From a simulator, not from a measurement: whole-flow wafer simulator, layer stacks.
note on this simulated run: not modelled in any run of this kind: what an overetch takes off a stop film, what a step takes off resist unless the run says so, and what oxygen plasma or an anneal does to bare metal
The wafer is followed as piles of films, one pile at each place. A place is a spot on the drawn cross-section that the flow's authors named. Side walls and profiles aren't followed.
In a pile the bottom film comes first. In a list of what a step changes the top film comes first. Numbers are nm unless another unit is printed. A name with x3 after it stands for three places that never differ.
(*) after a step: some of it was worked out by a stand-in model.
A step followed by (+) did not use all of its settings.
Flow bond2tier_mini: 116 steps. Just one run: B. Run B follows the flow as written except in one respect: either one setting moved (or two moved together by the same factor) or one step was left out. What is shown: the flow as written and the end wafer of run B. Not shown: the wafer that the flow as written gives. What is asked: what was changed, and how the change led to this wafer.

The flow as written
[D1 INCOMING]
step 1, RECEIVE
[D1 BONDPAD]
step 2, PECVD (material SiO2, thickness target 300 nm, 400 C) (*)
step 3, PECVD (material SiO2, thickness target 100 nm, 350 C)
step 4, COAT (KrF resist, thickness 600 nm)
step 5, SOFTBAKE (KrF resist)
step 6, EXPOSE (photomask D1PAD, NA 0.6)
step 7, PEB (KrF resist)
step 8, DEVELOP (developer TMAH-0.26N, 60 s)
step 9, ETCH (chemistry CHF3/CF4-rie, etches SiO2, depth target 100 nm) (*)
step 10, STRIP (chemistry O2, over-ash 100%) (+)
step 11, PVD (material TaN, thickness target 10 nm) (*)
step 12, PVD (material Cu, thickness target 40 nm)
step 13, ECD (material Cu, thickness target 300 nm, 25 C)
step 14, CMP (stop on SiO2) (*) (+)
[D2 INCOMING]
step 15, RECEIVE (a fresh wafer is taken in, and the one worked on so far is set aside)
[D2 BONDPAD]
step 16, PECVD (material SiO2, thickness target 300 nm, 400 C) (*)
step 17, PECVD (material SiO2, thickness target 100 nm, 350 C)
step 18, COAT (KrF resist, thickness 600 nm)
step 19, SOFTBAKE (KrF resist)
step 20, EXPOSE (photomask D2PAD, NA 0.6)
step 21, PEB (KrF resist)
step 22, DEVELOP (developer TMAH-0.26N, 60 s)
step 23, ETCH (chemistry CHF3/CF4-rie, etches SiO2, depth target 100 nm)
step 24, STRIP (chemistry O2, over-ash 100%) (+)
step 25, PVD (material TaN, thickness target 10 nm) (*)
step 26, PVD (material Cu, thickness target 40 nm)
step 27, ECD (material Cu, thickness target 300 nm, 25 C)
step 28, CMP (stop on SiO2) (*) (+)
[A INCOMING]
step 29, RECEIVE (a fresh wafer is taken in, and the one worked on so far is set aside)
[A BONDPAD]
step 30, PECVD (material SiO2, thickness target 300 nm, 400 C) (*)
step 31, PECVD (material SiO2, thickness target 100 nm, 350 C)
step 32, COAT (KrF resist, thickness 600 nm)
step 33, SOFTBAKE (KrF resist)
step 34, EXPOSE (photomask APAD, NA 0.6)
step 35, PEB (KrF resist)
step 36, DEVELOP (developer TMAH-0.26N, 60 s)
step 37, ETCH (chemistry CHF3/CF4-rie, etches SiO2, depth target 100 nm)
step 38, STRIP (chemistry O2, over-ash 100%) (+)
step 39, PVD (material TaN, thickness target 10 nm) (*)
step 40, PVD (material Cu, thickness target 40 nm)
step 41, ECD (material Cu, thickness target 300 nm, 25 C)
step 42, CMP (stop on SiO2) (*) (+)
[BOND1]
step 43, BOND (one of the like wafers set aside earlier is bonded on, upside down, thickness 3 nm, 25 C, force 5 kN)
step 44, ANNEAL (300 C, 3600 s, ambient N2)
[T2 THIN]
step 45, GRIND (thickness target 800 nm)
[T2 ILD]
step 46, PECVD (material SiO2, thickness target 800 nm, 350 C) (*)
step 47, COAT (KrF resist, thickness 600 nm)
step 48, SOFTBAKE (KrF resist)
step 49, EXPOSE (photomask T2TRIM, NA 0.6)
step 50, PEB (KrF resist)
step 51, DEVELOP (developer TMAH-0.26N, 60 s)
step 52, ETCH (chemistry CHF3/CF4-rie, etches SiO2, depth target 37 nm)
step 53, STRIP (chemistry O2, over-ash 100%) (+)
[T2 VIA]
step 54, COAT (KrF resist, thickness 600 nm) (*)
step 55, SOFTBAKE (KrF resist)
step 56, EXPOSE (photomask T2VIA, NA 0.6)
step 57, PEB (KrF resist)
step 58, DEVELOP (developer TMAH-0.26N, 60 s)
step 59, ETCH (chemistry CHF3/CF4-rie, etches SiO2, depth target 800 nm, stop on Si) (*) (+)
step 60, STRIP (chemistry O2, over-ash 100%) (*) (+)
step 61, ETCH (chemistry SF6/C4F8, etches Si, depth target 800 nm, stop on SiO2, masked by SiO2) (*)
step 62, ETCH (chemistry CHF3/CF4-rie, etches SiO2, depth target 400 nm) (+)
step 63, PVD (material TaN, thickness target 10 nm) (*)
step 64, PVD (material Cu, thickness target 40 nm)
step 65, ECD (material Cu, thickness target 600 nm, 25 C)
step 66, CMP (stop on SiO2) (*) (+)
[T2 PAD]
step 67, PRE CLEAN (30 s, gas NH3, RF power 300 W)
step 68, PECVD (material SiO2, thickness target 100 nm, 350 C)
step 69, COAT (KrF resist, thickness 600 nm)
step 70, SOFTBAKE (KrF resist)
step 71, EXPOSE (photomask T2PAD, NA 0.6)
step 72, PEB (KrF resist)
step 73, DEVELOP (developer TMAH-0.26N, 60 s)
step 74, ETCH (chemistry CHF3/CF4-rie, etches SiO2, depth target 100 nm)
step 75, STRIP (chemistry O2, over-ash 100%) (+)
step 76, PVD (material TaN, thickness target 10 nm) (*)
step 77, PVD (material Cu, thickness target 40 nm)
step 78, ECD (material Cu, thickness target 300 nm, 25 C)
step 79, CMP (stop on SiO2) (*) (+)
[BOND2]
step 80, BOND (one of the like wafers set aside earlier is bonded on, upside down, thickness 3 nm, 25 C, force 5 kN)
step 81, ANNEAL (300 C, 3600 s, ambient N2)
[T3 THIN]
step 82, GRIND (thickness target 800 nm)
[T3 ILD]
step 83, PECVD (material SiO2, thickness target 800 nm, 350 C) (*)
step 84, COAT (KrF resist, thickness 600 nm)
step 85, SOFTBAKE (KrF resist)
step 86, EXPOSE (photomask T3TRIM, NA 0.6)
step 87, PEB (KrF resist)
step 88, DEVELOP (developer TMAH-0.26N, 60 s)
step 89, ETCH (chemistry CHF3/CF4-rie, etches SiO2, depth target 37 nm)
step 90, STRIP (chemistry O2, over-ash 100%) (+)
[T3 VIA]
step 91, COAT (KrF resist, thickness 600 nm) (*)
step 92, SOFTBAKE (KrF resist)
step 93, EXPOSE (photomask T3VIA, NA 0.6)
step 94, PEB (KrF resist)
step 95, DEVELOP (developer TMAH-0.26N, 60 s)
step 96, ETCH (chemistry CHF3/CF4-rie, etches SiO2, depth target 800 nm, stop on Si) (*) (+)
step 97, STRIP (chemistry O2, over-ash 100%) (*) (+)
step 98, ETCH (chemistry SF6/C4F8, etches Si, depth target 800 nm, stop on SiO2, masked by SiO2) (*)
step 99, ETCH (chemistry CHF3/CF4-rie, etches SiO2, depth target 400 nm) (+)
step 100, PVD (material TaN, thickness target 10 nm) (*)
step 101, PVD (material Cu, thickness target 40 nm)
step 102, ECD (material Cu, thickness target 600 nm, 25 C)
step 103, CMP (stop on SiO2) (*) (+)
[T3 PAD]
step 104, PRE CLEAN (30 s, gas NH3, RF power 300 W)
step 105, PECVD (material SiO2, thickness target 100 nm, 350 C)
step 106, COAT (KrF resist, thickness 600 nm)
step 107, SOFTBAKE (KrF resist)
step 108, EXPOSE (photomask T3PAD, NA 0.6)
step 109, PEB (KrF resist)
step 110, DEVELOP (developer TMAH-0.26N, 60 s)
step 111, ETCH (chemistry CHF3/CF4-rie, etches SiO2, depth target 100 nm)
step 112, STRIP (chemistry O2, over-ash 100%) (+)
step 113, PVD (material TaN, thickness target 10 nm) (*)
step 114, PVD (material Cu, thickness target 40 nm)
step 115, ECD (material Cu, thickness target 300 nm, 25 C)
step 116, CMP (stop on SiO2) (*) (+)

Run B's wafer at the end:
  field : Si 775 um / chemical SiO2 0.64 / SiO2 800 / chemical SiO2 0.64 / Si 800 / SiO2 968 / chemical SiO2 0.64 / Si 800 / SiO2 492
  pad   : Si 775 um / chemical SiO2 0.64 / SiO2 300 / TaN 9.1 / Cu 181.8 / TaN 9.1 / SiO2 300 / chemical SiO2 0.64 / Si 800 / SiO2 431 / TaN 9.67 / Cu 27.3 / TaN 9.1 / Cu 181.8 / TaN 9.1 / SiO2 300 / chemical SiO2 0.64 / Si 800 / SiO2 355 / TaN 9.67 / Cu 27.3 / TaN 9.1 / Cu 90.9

Cause: step 62, ETCH: depth target 324 nm was run, whereas the flow has depth target 400 nm.

The path from the change to this, step by step:
  step 62, ETCH (chemistry CHF3/CF4-rie, etches SiO2, depth target 400 nm) (+)
      field, pad: SiO2 loses 324 (it would be, as written: SiO2 loses 400)
